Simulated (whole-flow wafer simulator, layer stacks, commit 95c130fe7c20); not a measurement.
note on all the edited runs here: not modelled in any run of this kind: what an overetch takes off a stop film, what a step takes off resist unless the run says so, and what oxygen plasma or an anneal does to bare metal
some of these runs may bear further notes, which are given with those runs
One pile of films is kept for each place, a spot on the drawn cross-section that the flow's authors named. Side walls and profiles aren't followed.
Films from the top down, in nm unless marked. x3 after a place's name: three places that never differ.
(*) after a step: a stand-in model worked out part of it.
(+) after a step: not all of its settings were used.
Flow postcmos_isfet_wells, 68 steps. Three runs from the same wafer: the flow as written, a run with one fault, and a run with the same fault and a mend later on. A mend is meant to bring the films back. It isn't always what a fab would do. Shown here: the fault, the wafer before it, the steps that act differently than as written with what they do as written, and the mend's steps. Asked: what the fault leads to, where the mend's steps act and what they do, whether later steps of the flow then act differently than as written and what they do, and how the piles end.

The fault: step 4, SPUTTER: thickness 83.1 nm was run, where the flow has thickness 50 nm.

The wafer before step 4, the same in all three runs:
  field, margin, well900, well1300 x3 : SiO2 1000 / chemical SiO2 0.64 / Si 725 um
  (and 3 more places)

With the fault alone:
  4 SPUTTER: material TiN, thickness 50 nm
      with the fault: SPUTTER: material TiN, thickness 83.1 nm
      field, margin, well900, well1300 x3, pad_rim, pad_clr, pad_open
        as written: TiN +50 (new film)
        with the fault: TiN +83.1 (new film)
  Later steps of the flow that act differently than as written (1 more step differs only slightly, by at most 2% or 0.5 nm, whichever is larger, and isn't shown):
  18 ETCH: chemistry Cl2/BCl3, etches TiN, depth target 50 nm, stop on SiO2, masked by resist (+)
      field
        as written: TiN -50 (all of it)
        with the fault: TiN -50
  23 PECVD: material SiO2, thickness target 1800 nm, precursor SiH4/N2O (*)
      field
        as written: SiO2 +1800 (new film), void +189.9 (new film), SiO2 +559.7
        with the fault: SiO2 +1800 (new film), void +190.2 (new film), SiO2 +559.8 (new film)
  At the end the piles differ from the flow's by more than 2% or 0.5 nm, whichever is larger, at field, margin, well900, well1300 x3, pad_rim, pad_clr, pad_open.
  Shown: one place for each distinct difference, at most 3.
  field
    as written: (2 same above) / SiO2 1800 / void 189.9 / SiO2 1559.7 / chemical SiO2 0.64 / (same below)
    with the fault: (2 same above) / SiO2 1800 / void 190.2 / SiO2 559.8 / TiN 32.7 / SiO2 1000 / chemical SiO2 0.64 / (same below)
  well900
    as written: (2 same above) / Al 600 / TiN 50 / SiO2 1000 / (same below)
    with the fault: (2 same above) / Al 600 / TiN 83.1 / SiO2 1000 / (same below)
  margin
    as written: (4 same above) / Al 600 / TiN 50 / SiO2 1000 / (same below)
    with the fault: (4 same above) / Al 600 / TiN 83.1 / SiO2 1000 / (same below)

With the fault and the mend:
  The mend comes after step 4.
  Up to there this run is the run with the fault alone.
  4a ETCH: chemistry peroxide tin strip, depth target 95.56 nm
      field, margin, well900, well1300 x3, pad_rim, pad_clr, pad_open
        TiN -83.1 (all of it)
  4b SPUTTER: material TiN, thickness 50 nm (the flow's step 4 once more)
      field, margin, well900, well1300 x3, pad_rim, pad_clr, pad_open
        TiN +50 (new film)
  No later step of the flow acts differently than as written at any place that is followed.
  At the end the piles are the same as the flow's at every place that both follow.
